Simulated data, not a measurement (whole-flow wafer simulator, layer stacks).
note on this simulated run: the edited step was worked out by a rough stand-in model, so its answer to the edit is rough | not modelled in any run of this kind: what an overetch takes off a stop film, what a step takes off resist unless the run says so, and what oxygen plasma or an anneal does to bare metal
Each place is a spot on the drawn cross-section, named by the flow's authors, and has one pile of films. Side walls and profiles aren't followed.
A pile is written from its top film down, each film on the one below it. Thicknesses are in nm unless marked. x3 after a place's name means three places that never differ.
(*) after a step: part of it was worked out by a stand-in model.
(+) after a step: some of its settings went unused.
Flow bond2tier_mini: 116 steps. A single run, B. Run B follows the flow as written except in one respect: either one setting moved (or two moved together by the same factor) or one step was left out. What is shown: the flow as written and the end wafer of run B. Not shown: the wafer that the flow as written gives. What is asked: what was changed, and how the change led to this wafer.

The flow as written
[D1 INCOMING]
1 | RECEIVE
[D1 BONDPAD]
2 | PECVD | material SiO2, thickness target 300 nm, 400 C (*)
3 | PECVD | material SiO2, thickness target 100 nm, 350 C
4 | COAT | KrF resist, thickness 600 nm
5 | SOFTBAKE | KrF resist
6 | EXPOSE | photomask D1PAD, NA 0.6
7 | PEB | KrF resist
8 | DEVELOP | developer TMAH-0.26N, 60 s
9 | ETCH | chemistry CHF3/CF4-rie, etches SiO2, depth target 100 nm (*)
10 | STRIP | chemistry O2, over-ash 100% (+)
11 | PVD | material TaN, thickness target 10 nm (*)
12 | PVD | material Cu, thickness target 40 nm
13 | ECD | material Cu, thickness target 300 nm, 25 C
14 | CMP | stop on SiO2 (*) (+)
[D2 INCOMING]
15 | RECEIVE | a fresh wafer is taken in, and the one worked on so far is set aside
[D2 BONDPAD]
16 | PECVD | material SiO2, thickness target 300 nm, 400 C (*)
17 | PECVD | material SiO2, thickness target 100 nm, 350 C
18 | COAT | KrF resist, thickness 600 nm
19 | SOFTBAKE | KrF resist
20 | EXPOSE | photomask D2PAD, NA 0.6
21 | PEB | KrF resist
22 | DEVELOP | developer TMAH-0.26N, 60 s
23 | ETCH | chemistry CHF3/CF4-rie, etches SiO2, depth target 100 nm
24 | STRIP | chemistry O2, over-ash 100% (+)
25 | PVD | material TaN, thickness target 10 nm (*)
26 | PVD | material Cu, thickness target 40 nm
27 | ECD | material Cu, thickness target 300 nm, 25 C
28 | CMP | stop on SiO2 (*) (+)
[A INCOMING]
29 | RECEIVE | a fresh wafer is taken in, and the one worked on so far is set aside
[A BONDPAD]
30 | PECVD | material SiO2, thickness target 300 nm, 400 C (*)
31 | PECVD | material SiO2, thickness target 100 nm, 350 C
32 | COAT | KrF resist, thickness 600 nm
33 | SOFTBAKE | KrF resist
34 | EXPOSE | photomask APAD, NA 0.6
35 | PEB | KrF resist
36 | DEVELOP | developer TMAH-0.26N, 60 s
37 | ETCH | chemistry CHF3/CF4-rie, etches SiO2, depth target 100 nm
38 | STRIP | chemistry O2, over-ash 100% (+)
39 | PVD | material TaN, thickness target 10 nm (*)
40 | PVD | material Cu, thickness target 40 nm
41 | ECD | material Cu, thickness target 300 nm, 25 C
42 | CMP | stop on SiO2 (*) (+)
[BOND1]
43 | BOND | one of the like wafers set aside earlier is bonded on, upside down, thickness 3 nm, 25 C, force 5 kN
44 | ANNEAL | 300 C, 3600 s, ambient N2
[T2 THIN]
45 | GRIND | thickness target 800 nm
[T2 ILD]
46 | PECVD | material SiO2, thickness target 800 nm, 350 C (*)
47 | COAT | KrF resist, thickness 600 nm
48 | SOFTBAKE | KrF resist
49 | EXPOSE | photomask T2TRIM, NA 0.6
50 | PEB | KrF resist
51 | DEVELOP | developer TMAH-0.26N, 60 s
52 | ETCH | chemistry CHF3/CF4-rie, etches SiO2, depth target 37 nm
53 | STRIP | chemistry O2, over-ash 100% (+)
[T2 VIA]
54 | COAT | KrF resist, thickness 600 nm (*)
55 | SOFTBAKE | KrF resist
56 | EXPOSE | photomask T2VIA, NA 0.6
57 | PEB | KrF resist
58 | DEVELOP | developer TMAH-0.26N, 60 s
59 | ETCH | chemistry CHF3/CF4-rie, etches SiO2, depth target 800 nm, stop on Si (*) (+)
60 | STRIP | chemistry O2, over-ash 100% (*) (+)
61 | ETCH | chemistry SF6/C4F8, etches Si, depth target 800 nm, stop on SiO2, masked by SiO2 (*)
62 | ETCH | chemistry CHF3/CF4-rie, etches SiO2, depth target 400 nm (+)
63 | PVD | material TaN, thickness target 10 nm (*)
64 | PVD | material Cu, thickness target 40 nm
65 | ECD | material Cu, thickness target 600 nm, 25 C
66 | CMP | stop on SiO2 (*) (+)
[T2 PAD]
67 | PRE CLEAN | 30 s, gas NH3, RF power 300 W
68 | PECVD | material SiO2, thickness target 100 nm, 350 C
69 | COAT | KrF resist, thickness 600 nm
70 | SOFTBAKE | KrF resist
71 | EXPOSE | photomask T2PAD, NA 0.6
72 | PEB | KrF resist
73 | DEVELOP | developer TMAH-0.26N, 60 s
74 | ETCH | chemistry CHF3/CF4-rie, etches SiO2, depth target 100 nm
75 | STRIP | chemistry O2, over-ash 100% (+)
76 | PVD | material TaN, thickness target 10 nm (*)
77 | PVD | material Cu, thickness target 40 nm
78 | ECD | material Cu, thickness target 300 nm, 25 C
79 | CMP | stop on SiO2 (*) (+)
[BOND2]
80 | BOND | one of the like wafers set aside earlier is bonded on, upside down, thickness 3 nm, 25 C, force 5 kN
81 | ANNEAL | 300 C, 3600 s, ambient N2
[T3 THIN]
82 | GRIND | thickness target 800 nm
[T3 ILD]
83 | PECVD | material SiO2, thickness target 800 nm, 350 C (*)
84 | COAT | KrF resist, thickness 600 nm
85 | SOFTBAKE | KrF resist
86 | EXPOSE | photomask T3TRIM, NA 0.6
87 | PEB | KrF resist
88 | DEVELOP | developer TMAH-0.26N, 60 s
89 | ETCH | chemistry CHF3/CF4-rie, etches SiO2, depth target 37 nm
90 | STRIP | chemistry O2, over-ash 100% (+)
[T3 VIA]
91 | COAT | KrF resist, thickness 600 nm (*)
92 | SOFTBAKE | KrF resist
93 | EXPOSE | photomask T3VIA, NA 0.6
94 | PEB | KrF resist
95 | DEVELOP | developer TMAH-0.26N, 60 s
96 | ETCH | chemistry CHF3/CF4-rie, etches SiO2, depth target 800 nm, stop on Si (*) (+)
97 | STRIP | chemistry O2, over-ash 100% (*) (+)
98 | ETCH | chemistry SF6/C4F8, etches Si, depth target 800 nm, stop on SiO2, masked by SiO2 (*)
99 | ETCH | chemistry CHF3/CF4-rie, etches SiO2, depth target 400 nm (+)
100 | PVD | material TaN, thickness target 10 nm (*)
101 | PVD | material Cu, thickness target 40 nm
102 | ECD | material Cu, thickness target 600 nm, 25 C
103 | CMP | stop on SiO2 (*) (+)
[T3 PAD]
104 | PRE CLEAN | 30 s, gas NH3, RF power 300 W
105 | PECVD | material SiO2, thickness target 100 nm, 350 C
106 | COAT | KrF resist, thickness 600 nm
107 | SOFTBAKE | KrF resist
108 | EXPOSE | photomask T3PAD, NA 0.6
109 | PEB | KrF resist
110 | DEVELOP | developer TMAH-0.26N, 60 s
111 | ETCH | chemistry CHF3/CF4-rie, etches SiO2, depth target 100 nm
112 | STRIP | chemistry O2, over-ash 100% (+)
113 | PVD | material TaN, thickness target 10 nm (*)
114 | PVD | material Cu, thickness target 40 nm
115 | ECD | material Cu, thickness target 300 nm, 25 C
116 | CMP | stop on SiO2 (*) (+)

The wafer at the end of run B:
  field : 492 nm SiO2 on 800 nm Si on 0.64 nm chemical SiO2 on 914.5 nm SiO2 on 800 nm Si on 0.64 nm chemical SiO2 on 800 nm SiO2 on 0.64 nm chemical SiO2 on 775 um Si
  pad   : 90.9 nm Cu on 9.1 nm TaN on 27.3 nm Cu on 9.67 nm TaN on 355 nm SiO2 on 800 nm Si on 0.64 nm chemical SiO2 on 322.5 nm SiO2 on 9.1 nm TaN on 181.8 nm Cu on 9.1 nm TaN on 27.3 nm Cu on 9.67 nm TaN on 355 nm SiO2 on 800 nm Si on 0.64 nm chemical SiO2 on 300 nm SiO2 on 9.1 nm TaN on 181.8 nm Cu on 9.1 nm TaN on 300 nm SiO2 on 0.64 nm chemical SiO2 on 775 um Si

The reason: step 16, PECVD: thickness target 322.5 nm was run, while the flow as written has thickness target 300 nm.
The wafer lets one read it off: pad has SiO2 322.5, and step 16 as written asks for 300 nm.

How this came from the change, step by step:
  16 | PECVD | material SiO2, thickness target 300 nm, 400 C (*)
      field, pad, via: +322.5 SiO2 (new film) (in the flow as written it would be: +300 SiO2 (new film))
  80 | BOND | one of the like wafers set aside earlier is bonded on, upside down, thickness 3 nm, 25 C, force 5 kN
      field: +775 um Si (new film), +0.64 chemical SiO2 (new film), +422.5 SiO2 (in the flow as written it would be: +775 um Si (new film), +0.64 chemical SiO2 (new film), +400 SiO2)
      pad: +775 um Si (new film), +0.64 chemical SiO2 (new film), +322.5 SiO2 (new film), +9.1 TaN (new film), +90.9 Cu (in the flow as written it would be: +775 um Si (new film), +0.64 chemical SiO2 (new film), +300 SiO2 (new film), +9.1 TaN (new film), +90.9 Cu)
